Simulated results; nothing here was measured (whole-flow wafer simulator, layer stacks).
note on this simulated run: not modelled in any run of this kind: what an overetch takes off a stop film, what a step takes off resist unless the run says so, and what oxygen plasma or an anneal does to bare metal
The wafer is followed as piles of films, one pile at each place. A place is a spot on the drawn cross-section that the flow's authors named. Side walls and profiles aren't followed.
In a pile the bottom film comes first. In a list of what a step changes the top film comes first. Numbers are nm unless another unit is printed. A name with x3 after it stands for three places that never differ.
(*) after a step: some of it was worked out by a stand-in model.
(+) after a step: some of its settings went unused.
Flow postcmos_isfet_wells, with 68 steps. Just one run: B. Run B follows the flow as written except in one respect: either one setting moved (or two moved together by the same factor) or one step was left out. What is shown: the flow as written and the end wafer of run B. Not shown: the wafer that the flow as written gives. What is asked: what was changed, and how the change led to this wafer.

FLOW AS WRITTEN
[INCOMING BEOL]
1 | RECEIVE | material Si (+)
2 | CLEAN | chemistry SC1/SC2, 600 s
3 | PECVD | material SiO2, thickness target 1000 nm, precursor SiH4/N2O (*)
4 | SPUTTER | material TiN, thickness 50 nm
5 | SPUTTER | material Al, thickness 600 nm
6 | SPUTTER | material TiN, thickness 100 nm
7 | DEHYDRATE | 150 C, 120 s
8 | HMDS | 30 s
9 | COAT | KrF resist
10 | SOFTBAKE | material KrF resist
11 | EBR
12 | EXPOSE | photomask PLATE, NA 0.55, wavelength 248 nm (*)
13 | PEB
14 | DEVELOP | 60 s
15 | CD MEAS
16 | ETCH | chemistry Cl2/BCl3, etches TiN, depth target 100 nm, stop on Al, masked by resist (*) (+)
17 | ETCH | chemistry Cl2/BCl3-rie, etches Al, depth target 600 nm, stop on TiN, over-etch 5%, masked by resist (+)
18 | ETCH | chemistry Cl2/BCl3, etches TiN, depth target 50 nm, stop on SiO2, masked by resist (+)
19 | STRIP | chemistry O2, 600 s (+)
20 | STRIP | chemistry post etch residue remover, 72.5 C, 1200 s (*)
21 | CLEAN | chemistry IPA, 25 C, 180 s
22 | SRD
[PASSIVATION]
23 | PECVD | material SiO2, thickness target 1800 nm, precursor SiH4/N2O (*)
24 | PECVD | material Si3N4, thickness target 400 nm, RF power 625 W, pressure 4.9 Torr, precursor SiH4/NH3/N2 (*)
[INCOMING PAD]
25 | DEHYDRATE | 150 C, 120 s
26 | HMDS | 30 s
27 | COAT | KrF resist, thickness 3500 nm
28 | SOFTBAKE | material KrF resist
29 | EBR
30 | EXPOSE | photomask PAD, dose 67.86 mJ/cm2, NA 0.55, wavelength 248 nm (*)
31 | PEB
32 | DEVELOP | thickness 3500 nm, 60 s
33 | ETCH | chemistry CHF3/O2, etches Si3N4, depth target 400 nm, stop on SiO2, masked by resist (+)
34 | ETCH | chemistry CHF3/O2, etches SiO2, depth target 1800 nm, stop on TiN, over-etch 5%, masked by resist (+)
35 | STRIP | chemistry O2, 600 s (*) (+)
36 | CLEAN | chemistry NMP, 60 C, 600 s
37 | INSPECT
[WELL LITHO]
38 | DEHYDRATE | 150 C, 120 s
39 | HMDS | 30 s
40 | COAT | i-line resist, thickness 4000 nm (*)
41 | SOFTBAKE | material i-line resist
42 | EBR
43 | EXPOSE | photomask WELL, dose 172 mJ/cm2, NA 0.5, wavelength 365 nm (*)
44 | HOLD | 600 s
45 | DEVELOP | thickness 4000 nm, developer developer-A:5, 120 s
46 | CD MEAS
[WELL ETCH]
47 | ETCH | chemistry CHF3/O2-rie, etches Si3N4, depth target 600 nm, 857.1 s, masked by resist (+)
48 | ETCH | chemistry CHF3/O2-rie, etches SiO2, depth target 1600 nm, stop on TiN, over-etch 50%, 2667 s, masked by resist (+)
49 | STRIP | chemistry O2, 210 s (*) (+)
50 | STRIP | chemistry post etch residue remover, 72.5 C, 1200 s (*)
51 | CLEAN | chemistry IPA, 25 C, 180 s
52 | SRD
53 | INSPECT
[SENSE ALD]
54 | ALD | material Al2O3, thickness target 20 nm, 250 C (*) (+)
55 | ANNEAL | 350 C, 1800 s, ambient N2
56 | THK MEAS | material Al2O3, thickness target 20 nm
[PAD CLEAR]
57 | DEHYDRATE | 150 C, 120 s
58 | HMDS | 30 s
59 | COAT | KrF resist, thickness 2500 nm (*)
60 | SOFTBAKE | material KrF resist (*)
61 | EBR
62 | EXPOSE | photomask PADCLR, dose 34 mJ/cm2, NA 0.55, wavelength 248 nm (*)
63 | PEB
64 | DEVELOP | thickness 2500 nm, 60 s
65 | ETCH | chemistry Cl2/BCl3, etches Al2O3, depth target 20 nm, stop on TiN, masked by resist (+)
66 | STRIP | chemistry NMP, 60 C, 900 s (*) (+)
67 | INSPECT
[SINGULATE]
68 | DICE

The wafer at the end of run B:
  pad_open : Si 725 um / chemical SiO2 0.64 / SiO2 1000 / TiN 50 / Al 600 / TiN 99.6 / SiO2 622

Cause: step 34, ETCH: depth target 1178 nm was run, though the flow has depth target 1800 nm.

Step by step, how the change led to this:
  34 | ETCH | chemistry CHF3/O2, etches SiO2, depth target 1800 nm, stop on TiN, over-etch 5%, masked by resist (+)
      pad_open: -1178 SiO2 (as written it would have been: -1800 SiO2 (all of it))
      field, margin, well900, well1300, well2000, well3000, pad_rim, pad_clr: -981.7 KrF resist (as written it would have been: -1500 KrF resist)
  35 | STRIP | chemistry O2, 600 s (*) (+)
      field, margin, well900, well1300, well2000, well3000, pad_rim, pad_clr: -2156.8 KrF resist (all of it) (as written it would have been: -1638.4 KrF resist (all of it))
  40 | COAT | i-line resist, thickness 4000 nm (*)
      pad_clr: +3454.4 i-line resist (new film) (as written it would have been: +3256.8 i-line resist (new film))
      pad_open: +4580.4 i-line resist (new film) (as written it would have been: +4804.7 i-line resist (new film))
  41 | SOFTBAKE | material i-line resist
      pad_clr: -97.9 i-line resist (as written it would have been: -156.7 i-line resist)
      pad_open: +86.2 i-line resist (as written it would have been: +115.3 i-line resist)
  49 | STRIP | chemistry O2, 210 s (*) (+)
      pad_clr: -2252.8 i-line resist (all of it) (as written it would have been: -1996.5 i-line resist (all of it))
      pad_open: -3563 i-line resist (all of it) (as written it would have been: -3816.3 i-line resist (all of it))
  59 | COAT | KrF resist, thickness 2500 nm (*)
      pad_rim: +2121.4 KrF resist (new film) (as written it would have been: +1976.4 KrF resist (new film))
      pad_clr: +1906.1 KrF resist (new film) (as written it would have been: +1691.6 KrF resist (new film))
      (as well as at 1 more place)
  60 | SOFTBAKE | material KrF resist (*)
      pad_rim: -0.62 KrF resist (as written it would have been: nothing)
      pad_clr: -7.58 KrF resist (as written it would have been: -9.57 KrF resist)
  64 | DEVELOP | thickness 2500 nm, 60 s
      pad_clr: -1898.6 KrF resist (all of it) (as written it would have been: -1682 KrF resist (all of it))
      pad_open: -2907.2 KrF resist (all of it) (as written it would have been: -3067.2 KrF resist (all of it))
  66 | STRIP | chemistry NMP, 60 C, 900 s (*) (+)
      pad_rim: -2082 KrF resist (all of it) (as written it would have been: -1937.7 KrF resist (all of it))
